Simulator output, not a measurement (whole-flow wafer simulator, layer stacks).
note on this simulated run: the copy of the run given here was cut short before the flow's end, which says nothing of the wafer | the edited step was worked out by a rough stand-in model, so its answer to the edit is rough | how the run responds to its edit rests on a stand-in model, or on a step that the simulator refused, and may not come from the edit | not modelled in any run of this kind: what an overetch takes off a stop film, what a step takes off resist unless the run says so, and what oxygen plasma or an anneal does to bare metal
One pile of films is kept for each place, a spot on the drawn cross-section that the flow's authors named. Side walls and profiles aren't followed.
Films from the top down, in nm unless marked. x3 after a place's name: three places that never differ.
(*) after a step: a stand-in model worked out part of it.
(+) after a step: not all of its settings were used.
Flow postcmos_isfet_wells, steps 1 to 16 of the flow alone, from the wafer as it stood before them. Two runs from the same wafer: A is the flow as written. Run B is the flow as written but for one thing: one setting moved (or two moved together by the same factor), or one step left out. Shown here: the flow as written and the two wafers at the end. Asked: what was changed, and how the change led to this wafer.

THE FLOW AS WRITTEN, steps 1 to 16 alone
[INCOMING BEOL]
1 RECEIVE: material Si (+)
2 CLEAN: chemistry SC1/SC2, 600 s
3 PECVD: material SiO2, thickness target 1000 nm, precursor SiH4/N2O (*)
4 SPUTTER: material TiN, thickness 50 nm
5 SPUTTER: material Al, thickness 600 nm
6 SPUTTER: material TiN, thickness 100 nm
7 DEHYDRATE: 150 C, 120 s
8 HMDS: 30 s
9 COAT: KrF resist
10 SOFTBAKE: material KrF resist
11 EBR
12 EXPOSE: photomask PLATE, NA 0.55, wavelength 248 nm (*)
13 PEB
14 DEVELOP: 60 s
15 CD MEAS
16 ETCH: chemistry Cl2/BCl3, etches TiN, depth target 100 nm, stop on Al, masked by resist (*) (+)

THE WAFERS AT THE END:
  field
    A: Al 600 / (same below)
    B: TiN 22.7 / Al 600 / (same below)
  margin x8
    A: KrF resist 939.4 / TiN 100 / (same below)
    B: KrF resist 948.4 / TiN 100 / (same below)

The cause: step 16, ETCH: depth target 77.3 nm was run, where the flow has depth target 100 nm.

How the change led to this, step by step:
  16 ETCH: chemistry Cl2/BCl3, etches TiN, depth target 100 nm, stop on Al, masked by resist (*) (+)
      field: A TiN -100 (all of it) | B TiN -77.3
      margin x8: A KrF resist -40 | B KrF resist -30.9
